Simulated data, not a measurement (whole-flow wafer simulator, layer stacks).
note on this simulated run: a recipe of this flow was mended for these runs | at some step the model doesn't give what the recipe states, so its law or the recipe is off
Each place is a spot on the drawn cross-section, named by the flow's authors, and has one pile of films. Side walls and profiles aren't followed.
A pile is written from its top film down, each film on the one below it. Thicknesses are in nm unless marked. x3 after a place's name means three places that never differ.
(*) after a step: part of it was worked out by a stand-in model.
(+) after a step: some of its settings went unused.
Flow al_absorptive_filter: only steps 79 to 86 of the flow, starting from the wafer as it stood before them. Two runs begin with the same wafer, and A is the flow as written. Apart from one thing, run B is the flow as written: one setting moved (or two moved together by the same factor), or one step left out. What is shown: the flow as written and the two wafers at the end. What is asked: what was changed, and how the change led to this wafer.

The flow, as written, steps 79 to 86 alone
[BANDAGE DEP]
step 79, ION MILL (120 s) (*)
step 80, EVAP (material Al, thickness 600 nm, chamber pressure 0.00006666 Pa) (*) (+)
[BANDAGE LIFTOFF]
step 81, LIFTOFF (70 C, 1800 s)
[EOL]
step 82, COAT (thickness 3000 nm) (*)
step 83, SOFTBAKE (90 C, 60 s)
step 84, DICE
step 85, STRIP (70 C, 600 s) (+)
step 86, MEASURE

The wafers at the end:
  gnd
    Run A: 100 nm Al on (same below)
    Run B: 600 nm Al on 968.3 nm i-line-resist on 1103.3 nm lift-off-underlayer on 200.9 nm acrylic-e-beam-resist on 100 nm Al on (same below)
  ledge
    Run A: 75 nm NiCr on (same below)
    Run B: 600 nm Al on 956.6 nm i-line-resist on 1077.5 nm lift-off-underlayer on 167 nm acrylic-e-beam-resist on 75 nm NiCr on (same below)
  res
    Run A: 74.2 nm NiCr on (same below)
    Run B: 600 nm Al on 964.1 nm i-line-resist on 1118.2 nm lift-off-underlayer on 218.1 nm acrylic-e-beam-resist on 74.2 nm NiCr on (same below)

What caused this: step 81, LIFTOFF: 70 C, 1800 s, was not run.

How this came from the change, step by step:
  step 82, COAT (thickness 3000 nm) (*)
      gnd: A +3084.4 i-line-resist (new film) | B +2705.3 i-line-resist (new film)
      pad_far: A +2560.9 i-line-resist (new film) | B +4736.9 i-line-resist (new film)
      (and at 8 other places as well)
  step 83, SOFTBAKE (90 C, 60 s)
      gnd: A +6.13 i-line-resist | B -25.7 i-line-resist
      pad_far: A -44.2 i-line-resist | B +147.7 i-line-resist
      (and at 9 other places as well)
  step 85, STRIP (70 C, 600 s) (+)
      gnd: A -3090.5 i-line-resist (all of it) | B -2679.6 i-line-resist (all of it)
      pad_far: A -2516.7 i-line-resist (all of it) | B -4884.7 i-line-resist (all of it)
      (and at 8 other places as well)
If metal films that touch count as one body, gnd has 2 bodies (between them, from the top down: i-line-resist 968.3 / lift-off-underlayer 1103.3 / acrylic-e-beam-resist 200.9); the flow as written gives 1 body.
If metal films that touch count as one body, ledge has 2 bodies (between them, from the top down: i-line-resist 956.6 / lift-off-underlayer 1077.5 / acrylic-e-beam-resist 167 / NiCr 75); the flow as written gives 1 body.
If metal films that touch count as one body, res has 1 body; the flow as written gives 0 bodies.
